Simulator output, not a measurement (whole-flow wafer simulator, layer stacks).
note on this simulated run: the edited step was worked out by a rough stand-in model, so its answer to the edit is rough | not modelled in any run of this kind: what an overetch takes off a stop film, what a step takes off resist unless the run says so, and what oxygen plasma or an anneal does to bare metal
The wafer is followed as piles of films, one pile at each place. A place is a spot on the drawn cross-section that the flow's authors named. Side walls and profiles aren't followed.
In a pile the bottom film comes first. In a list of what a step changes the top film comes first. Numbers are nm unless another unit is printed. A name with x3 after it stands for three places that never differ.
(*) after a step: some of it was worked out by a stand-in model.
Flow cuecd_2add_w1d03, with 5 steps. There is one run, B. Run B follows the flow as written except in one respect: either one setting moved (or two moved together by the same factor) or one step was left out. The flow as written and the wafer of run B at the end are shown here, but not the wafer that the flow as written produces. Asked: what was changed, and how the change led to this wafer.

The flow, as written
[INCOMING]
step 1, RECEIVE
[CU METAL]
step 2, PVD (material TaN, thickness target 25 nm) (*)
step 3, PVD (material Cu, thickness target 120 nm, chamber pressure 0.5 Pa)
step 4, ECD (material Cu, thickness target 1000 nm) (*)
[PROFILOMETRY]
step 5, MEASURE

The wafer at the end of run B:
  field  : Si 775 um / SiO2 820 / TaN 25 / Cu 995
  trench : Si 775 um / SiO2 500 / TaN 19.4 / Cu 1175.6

What caused this: step 4, ECD: thickness target 875 nm was run, whereas the flow has thickness target 1000 nm.

How this came from the change, step by step:
  step 4, ECD (material Cu, thickness target 1000 nm) (*)
      field: Cu gains 875 (in the flow as written it would be: Cu gains 1000)
      trench: Cu gains 1082.2 (in the flow as written it would be: Cu gains 1226.8)
